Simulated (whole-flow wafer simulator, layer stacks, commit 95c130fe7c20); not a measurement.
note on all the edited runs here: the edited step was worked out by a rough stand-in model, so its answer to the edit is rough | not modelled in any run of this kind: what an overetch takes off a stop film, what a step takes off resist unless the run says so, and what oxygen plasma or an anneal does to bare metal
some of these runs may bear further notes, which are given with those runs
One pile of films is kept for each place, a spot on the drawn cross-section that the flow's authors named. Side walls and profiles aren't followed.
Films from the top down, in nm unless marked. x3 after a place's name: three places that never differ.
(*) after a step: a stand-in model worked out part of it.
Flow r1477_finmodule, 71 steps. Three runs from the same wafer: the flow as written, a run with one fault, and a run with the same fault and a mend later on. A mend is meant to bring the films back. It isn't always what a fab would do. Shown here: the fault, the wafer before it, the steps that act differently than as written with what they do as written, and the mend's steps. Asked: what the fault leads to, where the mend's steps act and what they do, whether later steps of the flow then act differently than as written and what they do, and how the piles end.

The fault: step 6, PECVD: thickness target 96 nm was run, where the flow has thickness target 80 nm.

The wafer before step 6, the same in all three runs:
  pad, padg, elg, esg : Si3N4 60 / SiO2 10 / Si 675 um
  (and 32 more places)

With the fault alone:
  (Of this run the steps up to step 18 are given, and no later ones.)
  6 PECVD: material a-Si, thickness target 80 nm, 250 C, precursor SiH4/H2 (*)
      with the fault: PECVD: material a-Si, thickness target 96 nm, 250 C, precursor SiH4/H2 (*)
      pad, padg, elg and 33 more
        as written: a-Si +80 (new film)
        with the fault: a-Si +96 (new film)
  Later steps of the flow that act differently than as written:
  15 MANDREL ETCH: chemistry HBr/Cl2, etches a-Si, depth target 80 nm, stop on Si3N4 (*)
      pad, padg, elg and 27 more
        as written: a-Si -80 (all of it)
        with the fault: a-Si -80
  After step 18 the piles differ from the flow's by more than 2% or 0.5 nm, whichever is larger, at pad, padg, elg and 33 more.
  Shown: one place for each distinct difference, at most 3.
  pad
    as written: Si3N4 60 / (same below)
    with the fault: a-Si 16 / Si3N4 60 / (same below)
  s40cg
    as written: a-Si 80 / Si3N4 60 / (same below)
    with the fault: a-Si 96 / Si3N4 60 / (same below)

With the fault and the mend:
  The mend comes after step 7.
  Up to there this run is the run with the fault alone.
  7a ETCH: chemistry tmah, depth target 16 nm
      pad, padg, elg and 33 more
        a-Si -16
  No later step of the flow acts differently than as written at any place that is followed.
  At the end the piles are the same as the flow's at every place that both follow.
